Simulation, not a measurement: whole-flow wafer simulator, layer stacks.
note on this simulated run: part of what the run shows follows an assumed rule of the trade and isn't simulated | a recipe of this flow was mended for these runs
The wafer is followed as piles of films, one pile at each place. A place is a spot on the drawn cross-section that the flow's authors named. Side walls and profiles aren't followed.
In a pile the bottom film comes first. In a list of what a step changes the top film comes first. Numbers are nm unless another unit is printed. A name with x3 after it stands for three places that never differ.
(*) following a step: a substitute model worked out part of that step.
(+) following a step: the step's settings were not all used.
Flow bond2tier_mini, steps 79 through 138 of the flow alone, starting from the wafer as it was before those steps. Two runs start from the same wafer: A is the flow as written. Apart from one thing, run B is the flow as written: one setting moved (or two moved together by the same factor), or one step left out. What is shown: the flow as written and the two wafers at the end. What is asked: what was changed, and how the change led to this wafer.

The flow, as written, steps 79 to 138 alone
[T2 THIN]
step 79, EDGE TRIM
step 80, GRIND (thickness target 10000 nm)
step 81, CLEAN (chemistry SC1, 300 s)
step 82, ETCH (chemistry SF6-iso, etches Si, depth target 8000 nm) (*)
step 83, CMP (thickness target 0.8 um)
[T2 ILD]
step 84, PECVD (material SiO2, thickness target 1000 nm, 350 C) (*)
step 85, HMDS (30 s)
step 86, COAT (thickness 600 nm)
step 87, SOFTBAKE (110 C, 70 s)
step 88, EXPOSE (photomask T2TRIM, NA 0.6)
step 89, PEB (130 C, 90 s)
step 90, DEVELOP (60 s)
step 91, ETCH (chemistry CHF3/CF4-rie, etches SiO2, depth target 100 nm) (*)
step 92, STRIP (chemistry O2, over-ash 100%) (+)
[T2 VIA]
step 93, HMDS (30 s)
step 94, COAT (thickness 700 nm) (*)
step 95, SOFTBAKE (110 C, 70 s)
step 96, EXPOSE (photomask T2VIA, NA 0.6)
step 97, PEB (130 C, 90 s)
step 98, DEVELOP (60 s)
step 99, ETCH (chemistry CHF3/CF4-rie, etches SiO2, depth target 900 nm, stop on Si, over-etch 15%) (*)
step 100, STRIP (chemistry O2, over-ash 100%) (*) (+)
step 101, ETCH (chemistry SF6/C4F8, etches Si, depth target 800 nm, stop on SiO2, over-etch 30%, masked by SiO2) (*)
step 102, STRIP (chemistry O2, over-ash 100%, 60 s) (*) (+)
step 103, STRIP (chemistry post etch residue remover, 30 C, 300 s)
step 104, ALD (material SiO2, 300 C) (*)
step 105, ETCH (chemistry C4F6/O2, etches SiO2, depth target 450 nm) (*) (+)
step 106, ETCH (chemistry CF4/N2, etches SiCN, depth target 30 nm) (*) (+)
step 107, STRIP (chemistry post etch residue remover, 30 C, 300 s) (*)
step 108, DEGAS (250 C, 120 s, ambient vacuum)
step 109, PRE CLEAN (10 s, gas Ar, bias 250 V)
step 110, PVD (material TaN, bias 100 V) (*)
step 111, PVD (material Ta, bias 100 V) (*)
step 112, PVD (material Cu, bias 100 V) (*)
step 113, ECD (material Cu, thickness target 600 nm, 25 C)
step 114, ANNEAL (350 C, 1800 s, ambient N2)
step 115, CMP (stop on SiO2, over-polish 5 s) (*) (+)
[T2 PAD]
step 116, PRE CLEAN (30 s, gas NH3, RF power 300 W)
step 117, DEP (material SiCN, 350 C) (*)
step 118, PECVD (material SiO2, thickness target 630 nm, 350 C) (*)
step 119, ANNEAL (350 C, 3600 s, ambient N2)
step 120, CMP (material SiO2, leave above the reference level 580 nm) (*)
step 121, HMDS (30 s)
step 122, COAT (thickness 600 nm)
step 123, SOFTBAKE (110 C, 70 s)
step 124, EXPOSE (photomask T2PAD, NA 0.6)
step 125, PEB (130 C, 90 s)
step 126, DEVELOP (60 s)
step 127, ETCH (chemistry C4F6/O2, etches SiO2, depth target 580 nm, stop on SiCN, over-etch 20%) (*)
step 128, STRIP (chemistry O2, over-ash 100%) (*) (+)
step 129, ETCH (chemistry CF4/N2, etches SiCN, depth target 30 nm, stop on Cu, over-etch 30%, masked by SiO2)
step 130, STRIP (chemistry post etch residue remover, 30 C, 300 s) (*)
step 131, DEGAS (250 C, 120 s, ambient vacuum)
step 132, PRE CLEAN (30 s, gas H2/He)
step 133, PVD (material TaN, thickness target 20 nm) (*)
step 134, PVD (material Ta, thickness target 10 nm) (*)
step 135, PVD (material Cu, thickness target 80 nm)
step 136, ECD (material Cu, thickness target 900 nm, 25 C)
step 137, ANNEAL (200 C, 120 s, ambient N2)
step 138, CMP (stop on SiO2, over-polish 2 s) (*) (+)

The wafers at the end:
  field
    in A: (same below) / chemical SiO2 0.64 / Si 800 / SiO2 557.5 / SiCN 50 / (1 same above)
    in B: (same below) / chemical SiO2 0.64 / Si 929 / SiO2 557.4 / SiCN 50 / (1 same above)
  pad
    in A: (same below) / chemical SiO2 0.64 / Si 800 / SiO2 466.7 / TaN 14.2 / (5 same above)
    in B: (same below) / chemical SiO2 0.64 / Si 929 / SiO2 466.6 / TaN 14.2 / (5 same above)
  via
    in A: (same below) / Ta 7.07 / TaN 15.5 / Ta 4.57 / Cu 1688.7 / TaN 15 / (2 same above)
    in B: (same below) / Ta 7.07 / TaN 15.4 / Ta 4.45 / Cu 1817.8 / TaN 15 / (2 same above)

The reason: step 83, CMP: thickness target 0.929 um was run, whereas the flow has thickness target 0.8 um.

How this came from the change, step by step:
  step 83, CMP (thickness target 0.8 um)
      field, pad, via: A -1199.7 Si | B -1070.7 Si
  step 101, ETCH (chemistry SF6/C4F8, etches Si, depth target 800 nm, stop on SiO2, over-etch 30%, masked by SiO2) (*)
      via: A -788.8 Si (all of it), -0.64 chemical SiO2 (all of it), -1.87 SiO2 | B -917.8 Si (all of it), -0.64 chemical SiO2 (all of it), -0.58 SiO2
  step 112, PVD (material Cu, bias 100 V) (*)
      via: A +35 Cu (new film) | B +33.9 Cu (new film)
  step 113, ECD (material Cu, thickness target 600 nm, 25 C)
      via: A +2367 Cu | B +2497.2 Cu
